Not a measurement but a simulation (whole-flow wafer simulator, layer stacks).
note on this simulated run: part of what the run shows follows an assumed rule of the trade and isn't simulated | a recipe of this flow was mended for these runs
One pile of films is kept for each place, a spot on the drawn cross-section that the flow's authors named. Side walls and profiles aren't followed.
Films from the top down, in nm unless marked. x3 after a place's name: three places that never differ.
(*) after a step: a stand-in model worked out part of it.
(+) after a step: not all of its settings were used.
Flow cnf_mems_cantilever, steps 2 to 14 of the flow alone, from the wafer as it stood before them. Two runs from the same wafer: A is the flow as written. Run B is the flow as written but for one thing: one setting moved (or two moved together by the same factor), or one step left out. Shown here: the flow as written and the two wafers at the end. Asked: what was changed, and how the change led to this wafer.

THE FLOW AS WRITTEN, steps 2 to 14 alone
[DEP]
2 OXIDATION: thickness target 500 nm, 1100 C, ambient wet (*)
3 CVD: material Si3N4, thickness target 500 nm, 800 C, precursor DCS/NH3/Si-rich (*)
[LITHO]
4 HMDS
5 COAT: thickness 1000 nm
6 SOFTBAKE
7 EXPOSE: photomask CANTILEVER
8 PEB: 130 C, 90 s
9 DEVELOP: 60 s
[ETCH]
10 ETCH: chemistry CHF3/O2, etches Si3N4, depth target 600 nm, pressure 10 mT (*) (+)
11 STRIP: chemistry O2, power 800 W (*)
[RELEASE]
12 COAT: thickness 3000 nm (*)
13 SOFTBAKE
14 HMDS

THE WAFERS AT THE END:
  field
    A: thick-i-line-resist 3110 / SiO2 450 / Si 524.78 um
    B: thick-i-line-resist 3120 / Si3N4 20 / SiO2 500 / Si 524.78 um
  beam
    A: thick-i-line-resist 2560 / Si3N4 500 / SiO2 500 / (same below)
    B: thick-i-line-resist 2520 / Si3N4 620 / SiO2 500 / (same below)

The cause: step 3, CVD: thickness target 620 nm was run, where the flow has thickness target 500 nm.
It can be read off the wafer: beam has Si3N4 620, and step 3 as written asks for 500 nm.

How the change led to this, step by step:
  3 CVD: material Si3N4, thickness target 500 nm, 800 C, precursor DCS/NH3/Si-rich (*)
      field, beam: A Si3N4 +500 (new film) | B Si3N4 +620 (new film)
  10 ETCH: chemistry CHF3/O2, etches Si3N4, depth target 600 nm, pressure 10 mT (*) (+)
      field: A Si3N4 -500 (all of it), SiO2 -50 | B Si3N4 -600
  13 SOFTBAKE
      field: A thick-i-line-resist +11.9 | B thick-i-line-resist +13.2
      beam: A thick-i-line-resist -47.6 | B thick-i-line-resist -52.8
